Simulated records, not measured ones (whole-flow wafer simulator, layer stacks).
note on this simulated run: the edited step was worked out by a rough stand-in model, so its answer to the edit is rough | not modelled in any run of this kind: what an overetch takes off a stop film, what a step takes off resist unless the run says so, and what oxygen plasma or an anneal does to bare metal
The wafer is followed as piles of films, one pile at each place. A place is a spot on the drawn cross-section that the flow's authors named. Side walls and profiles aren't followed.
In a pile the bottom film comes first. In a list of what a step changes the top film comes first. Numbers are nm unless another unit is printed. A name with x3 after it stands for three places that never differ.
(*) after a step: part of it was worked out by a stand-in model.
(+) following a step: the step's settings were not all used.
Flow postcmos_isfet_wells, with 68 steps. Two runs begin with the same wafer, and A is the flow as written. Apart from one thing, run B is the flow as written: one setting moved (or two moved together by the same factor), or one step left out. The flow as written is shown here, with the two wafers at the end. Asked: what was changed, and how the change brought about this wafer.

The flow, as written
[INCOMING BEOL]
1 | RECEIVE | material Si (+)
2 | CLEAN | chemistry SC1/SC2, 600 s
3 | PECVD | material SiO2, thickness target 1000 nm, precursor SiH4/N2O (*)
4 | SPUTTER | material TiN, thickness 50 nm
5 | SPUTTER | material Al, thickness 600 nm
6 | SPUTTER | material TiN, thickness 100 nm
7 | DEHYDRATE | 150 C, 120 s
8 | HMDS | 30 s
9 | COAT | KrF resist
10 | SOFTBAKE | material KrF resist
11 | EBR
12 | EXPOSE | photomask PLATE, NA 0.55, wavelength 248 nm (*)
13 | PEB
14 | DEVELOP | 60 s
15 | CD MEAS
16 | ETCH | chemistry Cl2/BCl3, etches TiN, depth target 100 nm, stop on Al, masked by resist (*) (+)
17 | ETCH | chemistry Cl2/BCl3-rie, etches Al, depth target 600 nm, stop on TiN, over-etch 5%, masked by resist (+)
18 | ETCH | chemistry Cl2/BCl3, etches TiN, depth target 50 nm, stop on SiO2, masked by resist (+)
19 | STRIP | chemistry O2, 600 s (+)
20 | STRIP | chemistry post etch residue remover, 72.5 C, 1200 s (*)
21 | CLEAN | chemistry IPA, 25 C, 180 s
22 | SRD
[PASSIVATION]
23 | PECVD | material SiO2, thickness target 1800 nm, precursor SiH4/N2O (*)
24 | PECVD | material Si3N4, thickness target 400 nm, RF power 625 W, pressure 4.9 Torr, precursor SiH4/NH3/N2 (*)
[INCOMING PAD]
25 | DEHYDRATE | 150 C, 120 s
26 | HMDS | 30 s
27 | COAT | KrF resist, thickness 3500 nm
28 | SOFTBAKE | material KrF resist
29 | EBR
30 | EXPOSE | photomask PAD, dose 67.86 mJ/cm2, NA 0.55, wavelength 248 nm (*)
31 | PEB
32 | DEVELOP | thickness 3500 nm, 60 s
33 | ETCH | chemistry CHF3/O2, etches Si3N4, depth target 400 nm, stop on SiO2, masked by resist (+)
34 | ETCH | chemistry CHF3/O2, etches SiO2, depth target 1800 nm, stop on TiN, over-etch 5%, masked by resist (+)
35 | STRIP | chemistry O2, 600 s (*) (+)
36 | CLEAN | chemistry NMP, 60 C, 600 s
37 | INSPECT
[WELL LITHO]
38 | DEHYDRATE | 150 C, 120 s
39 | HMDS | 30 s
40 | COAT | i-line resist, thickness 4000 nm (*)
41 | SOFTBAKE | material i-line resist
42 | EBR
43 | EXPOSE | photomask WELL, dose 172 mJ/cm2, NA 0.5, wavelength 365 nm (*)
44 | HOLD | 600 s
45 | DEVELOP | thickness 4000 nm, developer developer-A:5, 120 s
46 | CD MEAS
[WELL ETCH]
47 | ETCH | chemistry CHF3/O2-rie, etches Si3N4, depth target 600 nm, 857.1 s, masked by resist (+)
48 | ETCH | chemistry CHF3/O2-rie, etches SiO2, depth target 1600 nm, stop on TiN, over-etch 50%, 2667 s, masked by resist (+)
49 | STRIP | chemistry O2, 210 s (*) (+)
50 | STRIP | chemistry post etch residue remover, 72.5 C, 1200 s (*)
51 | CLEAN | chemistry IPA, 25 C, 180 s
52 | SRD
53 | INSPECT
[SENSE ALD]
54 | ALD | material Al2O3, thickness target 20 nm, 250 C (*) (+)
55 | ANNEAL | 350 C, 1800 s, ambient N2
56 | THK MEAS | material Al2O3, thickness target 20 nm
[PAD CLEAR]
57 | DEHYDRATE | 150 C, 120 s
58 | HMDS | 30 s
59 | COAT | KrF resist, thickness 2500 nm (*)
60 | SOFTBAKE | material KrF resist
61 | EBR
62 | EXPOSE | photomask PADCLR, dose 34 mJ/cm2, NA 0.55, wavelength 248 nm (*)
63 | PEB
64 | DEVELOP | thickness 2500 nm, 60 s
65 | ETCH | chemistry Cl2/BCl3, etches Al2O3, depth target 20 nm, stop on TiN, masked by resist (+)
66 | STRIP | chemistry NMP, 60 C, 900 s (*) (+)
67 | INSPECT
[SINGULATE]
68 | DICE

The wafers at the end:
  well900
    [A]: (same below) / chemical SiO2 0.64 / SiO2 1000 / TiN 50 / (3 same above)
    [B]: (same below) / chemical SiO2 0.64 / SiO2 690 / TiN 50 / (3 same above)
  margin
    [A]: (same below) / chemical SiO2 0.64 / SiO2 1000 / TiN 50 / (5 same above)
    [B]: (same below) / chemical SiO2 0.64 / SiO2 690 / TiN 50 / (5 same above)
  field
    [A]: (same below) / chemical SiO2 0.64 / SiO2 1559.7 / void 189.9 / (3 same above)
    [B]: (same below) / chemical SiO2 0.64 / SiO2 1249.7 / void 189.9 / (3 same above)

The reason: step 3, PECVD: thickness target 690 nm was run, while the flow as written has thickness target 1000 nm.
The wafer itself shows it: well900 has SiO2 690, and step 3 as written asks for 1000 nm.

The path from the change to this, step by step:
  3 | PECVD | material SiO2, thickness target 1000 nm, precursor SiH4/N2O (*)
      field, margin, well900, well1300 x3, pad_rim, pad_clr, pad_open: A SiO2 gains 1000 (new film) | B SiO2 gains 690 (new film)
